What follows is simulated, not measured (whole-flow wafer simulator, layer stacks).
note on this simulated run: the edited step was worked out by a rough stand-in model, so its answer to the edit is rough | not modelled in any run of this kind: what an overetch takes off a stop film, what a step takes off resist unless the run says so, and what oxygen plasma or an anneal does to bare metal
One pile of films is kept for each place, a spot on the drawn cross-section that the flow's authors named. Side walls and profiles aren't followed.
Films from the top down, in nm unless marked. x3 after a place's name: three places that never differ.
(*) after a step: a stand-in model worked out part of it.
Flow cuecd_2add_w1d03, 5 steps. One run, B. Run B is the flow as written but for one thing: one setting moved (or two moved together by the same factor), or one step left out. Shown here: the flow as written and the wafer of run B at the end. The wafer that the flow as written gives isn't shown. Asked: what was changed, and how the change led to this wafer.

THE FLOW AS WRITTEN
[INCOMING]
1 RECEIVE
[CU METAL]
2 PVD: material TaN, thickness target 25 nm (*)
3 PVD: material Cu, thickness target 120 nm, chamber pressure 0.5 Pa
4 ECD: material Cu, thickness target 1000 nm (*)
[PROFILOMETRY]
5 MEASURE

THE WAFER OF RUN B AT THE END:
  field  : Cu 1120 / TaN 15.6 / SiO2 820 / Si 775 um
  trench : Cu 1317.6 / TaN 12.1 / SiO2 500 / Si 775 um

The cause: step 2, PVD: thickness target 15.6 nm was run, where the flow has thickness target 25 nm.
It can be read off the wafer: field has TaN 15.6, and step 2 as written asks for 25 nm.

How the change led to this, step by step:
  2 PVD: material TaN, thickness target 25 nm (*)
      field: TaN +15.6 (new film) (as written it would be: TaN +25 (new film))
      trench: TaN +12.1 (new film) (as written it would be: TaN +19.4 (new film))
